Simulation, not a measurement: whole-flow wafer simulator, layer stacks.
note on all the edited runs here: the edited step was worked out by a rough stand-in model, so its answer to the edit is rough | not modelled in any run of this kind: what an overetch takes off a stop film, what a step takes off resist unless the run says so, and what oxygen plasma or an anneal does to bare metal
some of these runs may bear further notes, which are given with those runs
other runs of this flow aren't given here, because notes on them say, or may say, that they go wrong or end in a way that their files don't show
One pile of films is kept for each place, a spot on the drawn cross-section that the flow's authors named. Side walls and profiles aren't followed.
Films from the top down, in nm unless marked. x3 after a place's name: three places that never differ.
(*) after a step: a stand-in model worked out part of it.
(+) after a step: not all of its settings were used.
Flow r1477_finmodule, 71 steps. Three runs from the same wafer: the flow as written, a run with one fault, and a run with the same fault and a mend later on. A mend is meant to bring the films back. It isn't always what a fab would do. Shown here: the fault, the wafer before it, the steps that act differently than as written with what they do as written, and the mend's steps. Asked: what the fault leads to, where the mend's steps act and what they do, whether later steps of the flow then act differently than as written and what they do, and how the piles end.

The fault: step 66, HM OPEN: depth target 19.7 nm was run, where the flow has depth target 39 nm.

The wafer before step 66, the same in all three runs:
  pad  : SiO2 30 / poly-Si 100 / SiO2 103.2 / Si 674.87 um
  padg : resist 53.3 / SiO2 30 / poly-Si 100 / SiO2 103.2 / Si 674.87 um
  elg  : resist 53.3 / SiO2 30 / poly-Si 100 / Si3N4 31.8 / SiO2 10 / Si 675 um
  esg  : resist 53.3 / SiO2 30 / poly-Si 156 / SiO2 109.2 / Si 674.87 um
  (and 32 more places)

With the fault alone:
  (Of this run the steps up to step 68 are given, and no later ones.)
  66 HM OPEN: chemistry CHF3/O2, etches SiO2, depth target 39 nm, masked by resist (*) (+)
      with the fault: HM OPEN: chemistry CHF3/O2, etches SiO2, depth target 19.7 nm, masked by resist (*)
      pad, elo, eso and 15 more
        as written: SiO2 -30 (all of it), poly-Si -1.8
        with the fault: SiO2 -19.7
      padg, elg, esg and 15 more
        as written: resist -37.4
        with the fault: resist -18.9
  Later steps of the flow that act differently than as written:
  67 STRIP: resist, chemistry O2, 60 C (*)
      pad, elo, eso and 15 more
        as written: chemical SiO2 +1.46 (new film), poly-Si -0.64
        with the fault: nothing
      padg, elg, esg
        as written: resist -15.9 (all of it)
        with the fault: resist -34.4 (all of it)
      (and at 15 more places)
  After step 68 the piles differ from the flow's by more than 2% or 0.5 nm, whichever is larger, at pad, elo, eso and 15 more.
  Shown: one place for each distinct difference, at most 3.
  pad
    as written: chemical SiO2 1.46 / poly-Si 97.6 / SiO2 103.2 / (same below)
    with the fault: SiO2 10.3 / poly-Si 100 / SiO2 103.2 / (same below)
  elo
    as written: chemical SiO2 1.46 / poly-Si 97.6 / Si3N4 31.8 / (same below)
    with the fault: SiO2 10.3 / poly-Si 100 / Si3N4 31.8 / (same below)
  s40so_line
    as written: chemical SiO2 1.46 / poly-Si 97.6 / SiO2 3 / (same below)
    with the fault: SiO2 10.3 / poly-Si 100 / SiO2 3 / (same below)

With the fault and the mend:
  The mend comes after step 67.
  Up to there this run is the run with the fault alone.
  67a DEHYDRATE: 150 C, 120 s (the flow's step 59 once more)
      changes no film at any place that is followed
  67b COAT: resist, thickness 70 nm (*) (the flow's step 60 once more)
      e40lg, e100lg, e200lg, elo, e40lo, e100lo, e200lo
        resist +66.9 (new film)
      s40sg, s45sg, s40so, s45so
        resist +91 (new film)
      s40sg_line, s45sg_line, s40so_line, s45so_line
        resist +68.5 (new film)
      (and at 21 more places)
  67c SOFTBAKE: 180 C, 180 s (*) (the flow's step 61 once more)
      changes no film at any place that is followed
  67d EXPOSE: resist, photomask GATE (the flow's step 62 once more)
      changes no film at any place that is followed
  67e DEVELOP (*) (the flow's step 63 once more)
      elo, e40lo, e100lo, e200lo
        resist -66.9 (all of it)
      eso, e40so
        resist -129.5 (all of it)
      s40so, s45so
        resist -91 (all of it)
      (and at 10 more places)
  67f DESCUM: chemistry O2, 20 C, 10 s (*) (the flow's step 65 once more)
      padg, elg, esg and 15 more
        resist -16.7
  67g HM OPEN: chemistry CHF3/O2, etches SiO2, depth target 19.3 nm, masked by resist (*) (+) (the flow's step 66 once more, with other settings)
      pad, elo, eso and 15 more
        SiO2 -10.3 (all of it), poly-Si -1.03
      padg, elg, esg and 15 more
        resist -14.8
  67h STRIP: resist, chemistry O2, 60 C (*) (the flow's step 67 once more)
      pad, elo, eso and 15 more
        chemical SiO2 +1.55 (new film), poly-Si -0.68
      e40lg, e100lg, e200lg
        resist -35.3 (all of it)
      elg, esg
        resist -38.5 (all of it)
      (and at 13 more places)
  No later step of the flow acts differently than as written, at any place that is followed, by more than 2% or 0.5 nm, whichever is larger.
  At the end the piles differ from the flow's only slightly at the places that both follow, by at most 2% or 0.5 nm, whichever is larger.
